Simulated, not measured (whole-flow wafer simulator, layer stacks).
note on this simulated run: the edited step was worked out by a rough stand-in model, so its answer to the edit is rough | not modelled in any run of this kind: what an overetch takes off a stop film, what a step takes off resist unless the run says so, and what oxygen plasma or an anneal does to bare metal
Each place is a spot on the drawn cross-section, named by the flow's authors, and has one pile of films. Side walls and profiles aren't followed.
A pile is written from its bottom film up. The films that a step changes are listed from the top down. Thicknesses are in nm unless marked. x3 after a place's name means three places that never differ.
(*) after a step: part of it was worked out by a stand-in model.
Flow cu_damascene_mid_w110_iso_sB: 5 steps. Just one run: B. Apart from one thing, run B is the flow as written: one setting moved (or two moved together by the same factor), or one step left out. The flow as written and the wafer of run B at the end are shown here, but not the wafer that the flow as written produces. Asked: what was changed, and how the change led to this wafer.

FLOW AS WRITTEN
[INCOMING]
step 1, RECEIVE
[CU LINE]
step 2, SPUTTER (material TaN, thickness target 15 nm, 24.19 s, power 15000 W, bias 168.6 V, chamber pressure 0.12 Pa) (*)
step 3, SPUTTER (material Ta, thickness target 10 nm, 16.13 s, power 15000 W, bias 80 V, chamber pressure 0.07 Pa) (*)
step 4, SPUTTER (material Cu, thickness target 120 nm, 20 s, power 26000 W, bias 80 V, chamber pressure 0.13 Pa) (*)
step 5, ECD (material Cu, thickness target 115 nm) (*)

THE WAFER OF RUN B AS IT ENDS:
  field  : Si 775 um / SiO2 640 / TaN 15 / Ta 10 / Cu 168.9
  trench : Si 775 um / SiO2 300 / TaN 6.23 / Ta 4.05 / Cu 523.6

What caused this: step 5, ECD: thickness target 48.9 nm was run, though the flow has thickness target 115 nm.

How this came from the change, step by step:
  step 5, ECD (material Cu, thickness target 115 nm) (*)
      field: Cu gains 48.9 (it would be, as written: Cu gains 115)
      trench: Cu gains 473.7 (it would be, as written: Cu gains 539.8)
